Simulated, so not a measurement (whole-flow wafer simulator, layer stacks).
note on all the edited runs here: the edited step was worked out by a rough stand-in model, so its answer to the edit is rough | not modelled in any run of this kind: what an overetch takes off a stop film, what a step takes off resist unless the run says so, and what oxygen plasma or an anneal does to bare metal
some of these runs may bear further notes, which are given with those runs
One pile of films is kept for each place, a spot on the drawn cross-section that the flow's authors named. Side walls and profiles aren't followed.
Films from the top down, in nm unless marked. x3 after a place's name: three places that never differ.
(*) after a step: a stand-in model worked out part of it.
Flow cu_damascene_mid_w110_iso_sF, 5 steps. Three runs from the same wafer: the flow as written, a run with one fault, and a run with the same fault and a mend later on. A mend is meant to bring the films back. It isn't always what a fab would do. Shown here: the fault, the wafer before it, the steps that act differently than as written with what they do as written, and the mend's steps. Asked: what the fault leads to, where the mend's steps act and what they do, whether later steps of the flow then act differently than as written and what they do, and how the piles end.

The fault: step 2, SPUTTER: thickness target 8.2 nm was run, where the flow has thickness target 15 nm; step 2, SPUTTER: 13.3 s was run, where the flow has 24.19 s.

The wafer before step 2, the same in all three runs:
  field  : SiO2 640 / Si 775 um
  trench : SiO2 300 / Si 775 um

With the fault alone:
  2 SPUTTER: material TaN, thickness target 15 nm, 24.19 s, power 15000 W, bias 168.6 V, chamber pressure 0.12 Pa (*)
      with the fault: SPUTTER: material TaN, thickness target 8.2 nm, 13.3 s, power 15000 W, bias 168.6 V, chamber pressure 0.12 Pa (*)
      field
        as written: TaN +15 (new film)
        with the fault: TaN +8.2 (new film)
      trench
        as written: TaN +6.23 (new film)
        with the fault: TaN +3.41 (new film)
  Later steps of the flow that act differently than as written (2 more steps differ only slightly, by at most 2% or 0.5 nm, whichever is larger, and aren't shown):
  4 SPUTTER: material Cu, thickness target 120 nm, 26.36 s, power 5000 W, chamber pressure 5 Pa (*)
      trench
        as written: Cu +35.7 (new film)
        with the fault: Cu +36.5 (new film)
  At the end the piles differ from the flow's by more than 2% or 0.5 nm, whichever is larger, at field, trench.
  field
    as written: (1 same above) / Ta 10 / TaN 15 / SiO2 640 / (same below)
    with the fault: (1 same above) / Ta 10 / TaN 8.2 / SiO2 640 / (same below)
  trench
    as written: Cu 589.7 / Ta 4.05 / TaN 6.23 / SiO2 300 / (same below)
    with the fault: Cu 585.7 / Ta 4.13 / TaN 3.41 / SiO2 300 / (same below)

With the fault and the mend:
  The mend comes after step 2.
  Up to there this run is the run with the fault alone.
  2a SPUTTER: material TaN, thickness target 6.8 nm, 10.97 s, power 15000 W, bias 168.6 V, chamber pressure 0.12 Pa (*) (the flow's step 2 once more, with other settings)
      field
        TaN +6.8
      trench
        TaN +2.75
  No later step of the flow acts differently than as written, at any place that is followed, by more than 2% or 0.5 nm, whichever is larger.
  At the end the piles differ from the flow's only slightly at the places that both follow, by at most 2% or 0.5 nm, whichever is larger.
